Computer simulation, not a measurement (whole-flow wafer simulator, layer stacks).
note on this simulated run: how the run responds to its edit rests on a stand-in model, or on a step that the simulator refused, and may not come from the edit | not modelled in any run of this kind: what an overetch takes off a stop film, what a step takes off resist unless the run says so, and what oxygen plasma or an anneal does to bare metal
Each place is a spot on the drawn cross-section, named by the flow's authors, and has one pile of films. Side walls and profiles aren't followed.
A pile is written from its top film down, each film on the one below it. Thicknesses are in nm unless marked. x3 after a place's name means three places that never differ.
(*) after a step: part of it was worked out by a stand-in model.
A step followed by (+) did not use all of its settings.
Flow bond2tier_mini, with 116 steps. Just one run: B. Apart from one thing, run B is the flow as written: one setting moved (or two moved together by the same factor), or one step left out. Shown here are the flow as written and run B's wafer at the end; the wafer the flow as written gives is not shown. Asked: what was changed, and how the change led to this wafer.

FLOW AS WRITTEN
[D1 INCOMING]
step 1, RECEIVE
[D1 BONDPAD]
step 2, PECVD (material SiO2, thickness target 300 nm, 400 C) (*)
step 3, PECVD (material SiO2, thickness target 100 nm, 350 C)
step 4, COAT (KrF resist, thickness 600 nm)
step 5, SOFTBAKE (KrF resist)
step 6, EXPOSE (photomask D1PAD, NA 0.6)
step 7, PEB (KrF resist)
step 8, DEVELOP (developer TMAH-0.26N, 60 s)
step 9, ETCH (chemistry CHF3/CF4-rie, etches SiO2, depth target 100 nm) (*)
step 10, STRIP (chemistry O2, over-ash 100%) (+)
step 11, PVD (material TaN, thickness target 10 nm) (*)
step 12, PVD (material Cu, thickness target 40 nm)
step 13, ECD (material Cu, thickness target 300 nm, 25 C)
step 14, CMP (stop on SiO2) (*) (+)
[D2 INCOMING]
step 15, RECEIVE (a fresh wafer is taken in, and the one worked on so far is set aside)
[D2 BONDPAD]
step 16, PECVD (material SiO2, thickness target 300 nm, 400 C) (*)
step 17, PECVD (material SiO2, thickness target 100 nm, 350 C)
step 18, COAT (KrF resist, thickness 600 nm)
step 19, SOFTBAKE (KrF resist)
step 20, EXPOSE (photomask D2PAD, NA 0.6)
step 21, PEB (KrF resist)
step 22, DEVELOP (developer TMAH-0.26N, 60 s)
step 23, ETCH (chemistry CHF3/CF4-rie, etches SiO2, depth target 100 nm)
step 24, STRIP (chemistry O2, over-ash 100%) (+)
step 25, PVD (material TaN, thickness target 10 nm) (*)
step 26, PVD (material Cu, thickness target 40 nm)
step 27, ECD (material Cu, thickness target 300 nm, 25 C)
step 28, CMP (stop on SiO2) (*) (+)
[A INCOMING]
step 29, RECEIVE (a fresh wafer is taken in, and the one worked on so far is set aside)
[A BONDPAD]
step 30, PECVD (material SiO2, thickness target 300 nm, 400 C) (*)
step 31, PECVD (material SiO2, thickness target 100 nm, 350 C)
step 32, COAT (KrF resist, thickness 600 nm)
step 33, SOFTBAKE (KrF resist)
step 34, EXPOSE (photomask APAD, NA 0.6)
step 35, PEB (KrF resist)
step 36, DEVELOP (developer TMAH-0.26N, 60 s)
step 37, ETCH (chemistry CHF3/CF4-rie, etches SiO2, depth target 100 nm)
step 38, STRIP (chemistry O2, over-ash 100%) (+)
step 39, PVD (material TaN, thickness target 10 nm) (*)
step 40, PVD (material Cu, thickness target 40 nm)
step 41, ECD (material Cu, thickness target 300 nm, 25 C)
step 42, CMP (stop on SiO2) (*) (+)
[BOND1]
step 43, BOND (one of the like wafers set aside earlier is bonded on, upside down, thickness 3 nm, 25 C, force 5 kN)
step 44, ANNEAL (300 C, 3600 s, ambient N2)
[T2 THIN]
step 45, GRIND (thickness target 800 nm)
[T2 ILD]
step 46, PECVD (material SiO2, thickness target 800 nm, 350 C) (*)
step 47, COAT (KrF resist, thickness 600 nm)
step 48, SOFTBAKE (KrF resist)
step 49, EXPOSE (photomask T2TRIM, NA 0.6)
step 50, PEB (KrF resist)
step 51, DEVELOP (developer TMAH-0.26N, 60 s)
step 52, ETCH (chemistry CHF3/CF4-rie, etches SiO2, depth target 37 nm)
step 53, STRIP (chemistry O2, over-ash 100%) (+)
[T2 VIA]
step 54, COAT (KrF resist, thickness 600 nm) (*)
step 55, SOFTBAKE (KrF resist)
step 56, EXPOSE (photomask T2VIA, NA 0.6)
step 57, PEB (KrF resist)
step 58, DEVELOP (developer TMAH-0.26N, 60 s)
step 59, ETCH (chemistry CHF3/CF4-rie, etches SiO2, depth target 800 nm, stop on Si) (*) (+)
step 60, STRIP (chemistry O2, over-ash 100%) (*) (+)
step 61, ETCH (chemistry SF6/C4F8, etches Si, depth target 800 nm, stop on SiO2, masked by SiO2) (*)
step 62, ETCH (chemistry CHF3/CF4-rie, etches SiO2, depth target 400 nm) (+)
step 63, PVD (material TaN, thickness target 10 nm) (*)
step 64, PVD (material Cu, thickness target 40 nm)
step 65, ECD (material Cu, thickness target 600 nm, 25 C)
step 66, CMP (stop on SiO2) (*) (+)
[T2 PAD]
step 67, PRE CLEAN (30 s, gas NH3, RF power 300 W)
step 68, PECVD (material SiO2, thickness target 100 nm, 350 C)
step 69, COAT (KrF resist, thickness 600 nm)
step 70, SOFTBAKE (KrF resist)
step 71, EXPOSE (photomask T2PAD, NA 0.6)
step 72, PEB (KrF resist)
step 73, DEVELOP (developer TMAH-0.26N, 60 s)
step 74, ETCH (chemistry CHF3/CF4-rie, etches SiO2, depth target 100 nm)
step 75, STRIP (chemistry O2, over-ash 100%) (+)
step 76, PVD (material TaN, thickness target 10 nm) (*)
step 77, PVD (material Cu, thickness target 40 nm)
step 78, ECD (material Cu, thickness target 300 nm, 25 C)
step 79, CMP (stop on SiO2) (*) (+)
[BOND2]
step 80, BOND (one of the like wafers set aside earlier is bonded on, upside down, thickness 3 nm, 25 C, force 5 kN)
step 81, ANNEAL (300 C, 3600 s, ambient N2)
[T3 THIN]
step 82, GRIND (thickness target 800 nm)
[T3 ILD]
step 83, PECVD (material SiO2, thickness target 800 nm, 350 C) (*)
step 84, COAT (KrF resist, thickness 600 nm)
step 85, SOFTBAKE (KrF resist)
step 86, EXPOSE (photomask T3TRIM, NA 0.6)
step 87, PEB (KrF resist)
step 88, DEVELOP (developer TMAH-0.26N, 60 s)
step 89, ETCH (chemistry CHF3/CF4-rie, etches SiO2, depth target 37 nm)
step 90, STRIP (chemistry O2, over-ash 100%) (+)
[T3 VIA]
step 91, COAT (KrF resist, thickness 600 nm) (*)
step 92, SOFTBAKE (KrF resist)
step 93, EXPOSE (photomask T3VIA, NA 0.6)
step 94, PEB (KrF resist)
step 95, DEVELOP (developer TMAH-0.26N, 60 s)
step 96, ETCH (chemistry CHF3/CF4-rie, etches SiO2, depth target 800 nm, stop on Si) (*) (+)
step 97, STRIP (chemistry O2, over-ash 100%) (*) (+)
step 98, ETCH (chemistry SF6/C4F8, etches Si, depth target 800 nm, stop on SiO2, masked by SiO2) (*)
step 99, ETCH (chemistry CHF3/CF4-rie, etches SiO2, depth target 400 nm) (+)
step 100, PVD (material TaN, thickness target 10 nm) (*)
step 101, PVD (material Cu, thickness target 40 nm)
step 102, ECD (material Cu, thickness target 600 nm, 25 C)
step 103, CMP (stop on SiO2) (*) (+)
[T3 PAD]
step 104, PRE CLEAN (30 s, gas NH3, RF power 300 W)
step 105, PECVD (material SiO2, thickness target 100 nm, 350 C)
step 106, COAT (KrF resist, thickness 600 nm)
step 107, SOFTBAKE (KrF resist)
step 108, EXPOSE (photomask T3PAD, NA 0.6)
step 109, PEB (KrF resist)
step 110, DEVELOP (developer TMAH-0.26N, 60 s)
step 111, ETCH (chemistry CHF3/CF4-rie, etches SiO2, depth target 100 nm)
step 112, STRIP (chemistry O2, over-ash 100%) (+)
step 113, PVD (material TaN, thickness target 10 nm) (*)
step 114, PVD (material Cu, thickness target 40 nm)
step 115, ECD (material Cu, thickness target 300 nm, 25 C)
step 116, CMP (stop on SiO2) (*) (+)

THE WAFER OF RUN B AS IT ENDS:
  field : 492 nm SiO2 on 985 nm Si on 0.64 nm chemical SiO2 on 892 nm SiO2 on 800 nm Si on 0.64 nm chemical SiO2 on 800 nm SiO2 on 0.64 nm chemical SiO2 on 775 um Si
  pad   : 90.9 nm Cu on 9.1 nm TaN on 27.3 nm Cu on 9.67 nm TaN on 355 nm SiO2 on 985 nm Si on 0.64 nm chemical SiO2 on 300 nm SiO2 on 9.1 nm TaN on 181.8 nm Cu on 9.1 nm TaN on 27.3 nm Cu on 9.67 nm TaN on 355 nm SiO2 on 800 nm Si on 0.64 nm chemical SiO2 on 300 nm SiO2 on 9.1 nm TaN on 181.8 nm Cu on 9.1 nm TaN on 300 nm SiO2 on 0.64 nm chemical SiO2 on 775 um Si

Cause: step 82, GRIND: thickness target 985 nm was run, whereas the flow has thickness target 800 nm.
The wafer lets one read it off: field has Si 985, and step 82 as written asks for 800 nm.

Step by step, how the change led to this:
  step 82, GRIND (thickness target 800 nm)
      field, pad: Si loses 774.01 um (it would be, as written: Si loses 774.2 um)
